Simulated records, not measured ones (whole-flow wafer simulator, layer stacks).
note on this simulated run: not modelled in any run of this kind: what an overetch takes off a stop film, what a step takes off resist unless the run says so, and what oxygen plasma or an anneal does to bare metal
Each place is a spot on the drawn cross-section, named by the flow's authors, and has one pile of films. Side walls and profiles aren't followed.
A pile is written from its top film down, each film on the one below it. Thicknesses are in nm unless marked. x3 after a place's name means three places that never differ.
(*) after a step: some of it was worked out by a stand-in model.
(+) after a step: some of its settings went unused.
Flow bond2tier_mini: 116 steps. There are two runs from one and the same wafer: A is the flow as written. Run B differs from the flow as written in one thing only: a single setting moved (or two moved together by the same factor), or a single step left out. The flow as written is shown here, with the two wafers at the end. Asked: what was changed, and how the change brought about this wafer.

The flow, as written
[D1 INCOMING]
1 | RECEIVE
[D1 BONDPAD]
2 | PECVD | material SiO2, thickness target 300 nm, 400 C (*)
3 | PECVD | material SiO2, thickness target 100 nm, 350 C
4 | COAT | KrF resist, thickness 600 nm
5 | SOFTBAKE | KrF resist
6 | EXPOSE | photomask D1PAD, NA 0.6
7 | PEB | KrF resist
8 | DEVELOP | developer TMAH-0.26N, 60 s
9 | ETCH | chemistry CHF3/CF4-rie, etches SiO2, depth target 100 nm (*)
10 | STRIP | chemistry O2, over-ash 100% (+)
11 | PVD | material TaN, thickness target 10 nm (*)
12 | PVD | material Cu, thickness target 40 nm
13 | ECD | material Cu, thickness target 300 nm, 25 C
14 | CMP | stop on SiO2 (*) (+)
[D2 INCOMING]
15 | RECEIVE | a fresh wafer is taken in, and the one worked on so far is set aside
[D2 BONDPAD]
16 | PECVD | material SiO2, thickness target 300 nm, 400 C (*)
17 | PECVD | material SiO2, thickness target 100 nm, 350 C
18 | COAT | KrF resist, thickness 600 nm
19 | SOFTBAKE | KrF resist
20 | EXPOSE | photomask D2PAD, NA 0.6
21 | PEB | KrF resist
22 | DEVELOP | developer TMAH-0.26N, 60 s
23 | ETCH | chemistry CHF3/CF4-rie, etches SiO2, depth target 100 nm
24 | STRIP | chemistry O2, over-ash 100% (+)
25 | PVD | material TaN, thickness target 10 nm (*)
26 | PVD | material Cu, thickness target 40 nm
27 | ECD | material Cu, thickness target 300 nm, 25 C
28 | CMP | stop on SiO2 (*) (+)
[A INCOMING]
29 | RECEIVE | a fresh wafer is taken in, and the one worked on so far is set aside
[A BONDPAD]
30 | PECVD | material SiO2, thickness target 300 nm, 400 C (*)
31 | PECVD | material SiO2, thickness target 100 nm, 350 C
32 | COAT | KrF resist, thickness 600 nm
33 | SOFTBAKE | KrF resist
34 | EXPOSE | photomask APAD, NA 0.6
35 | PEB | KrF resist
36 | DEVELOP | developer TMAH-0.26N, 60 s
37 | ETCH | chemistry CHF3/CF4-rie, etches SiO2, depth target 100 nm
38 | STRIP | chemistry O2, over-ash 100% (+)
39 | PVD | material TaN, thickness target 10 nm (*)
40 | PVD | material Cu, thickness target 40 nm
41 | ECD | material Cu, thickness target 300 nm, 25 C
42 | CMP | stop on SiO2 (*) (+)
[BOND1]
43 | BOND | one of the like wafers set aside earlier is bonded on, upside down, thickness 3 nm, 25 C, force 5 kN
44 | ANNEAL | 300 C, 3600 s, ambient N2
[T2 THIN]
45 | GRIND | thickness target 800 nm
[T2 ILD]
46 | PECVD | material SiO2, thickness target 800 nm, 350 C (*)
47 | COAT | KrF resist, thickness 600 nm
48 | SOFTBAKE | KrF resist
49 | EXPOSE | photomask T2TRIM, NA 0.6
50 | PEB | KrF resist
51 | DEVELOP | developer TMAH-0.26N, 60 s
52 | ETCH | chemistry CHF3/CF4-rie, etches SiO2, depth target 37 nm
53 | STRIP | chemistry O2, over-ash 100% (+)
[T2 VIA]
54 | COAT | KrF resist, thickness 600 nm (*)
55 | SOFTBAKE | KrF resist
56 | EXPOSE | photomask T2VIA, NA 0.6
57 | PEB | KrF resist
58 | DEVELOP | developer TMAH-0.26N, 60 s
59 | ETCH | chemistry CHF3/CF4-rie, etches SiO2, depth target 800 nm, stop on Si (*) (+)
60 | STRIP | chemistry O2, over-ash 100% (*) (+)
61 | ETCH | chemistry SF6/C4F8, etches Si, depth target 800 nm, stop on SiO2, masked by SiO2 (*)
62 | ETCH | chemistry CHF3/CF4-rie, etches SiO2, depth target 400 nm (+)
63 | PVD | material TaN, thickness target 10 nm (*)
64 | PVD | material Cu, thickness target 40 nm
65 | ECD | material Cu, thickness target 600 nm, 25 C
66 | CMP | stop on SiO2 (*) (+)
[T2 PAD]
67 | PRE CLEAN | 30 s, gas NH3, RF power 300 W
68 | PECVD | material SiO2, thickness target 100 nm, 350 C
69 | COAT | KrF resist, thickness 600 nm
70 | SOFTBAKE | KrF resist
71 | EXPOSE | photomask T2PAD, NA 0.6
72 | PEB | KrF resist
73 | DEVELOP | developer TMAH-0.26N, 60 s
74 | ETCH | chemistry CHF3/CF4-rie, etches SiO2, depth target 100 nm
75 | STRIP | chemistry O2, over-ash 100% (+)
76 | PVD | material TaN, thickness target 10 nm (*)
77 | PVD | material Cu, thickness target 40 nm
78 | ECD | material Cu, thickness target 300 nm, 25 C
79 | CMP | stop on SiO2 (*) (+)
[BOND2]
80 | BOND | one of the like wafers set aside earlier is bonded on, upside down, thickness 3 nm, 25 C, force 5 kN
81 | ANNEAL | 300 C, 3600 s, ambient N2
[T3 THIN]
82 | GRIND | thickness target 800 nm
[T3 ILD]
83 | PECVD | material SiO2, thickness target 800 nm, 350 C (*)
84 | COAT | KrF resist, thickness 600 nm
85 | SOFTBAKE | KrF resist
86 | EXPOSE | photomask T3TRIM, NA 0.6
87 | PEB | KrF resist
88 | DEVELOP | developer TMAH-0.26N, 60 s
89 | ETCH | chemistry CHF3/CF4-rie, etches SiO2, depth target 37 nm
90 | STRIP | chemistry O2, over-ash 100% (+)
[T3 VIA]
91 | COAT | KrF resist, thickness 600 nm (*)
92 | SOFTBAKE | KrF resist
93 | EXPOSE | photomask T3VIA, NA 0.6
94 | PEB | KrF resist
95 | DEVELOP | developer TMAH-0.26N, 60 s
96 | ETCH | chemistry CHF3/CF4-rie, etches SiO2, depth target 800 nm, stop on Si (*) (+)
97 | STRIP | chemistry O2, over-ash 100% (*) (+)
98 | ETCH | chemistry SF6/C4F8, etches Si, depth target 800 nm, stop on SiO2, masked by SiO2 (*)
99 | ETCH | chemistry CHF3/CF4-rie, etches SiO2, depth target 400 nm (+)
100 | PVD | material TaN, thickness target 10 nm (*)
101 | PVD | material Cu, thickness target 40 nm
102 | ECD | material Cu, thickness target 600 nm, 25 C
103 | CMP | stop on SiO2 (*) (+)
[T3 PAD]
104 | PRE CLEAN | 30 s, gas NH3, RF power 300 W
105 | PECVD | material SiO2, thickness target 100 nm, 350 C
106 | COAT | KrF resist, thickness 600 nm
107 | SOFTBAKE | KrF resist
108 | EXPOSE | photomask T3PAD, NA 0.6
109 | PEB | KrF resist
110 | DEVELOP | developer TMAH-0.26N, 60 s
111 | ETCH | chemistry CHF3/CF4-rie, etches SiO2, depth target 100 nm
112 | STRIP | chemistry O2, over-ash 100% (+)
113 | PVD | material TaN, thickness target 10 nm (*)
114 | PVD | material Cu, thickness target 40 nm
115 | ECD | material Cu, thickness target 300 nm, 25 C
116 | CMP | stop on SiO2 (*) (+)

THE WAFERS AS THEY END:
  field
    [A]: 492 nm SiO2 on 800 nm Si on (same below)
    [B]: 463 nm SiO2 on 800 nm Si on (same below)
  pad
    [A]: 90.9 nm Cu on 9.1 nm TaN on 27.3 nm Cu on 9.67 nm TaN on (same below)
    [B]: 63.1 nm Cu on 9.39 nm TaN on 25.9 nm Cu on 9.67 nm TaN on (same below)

The reason: step 105, PECVD: thickness target 71 nm was run, though the flow has thickness target 100 nm.

Step by step, how the change led to this:
  105 | PECVD | material SiO2, thickness target 100 nm, 350 C
      field: A SiO2 gains 100 | B SiO2 gains 71
      pad: A SiO2 gains 100 (new film) | B SiO2 gains 71 (new film)
  111 | ETCH | chemistry CHF3/CF4-rie, etches SiO2, depth target 100 nm
      pad: A SiO2 loses 100 (all of it) | B SiO2 loses 71 (all of it), Cu loses 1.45
  114 | PVD | material Cu, thickness target 40 nm
      pad: A Cu gains 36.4 (new film) | B Cu gains 37.4 (new film)
  115 | ECD | material Cu, thickness target 300 nm, 25 C
      pad: A Cu gains 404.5 | B Cu gains 375.7
